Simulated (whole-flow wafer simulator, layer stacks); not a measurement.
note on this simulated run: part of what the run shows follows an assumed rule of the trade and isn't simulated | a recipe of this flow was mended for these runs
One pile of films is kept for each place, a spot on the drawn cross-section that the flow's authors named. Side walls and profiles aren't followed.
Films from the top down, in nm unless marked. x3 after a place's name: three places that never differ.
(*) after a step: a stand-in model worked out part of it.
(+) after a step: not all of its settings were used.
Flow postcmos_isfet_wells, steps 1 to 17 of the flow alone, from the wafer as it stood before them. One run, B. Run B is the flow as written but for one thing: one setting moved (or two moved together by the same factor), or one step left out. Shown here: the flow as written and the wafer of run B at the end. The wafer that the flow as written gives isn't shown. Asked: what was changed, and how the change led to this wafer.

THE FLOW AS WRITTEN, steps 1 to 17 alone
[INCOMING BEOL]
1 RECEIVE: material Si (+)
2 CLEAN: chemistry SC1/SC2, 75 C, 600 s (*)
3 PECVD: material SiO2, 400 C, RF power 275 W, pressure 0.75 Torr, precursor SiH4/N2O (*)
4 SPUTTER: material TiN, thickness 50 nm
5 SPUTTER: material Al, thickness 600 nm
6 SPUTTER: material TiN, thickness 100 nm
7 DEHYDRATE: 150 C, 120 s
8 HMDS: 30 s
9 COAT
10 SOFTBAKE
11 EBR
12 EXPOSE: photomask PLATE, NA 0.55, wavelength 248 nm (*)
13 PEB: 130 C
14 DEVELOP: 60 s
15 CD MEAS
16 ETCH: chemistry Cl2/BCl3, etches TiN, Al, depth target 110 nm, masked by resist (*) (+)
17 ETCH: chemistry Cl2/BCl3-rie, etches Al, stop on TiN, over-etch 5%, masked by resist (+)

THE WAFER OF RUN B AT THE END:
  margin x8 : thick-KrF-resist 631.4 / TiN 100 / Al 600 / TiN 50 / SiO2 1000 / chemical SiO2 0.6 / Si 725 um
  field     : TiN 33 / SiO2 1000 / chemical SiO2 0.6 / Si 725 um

The cause: step 17, ETCH: over-etch 4.6% was run, where the flow has over-etch 5%.

How the change led to this, step by step:
  17 ETCH: chemistry Cl2/BCl3-rie, etches Al, stop on TiN, over-etch 5%, masked by resist (+)
      field: Al -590 (all of it), TiN -17 (as written it would be: Al -590 (all of it), TiN -18.4)
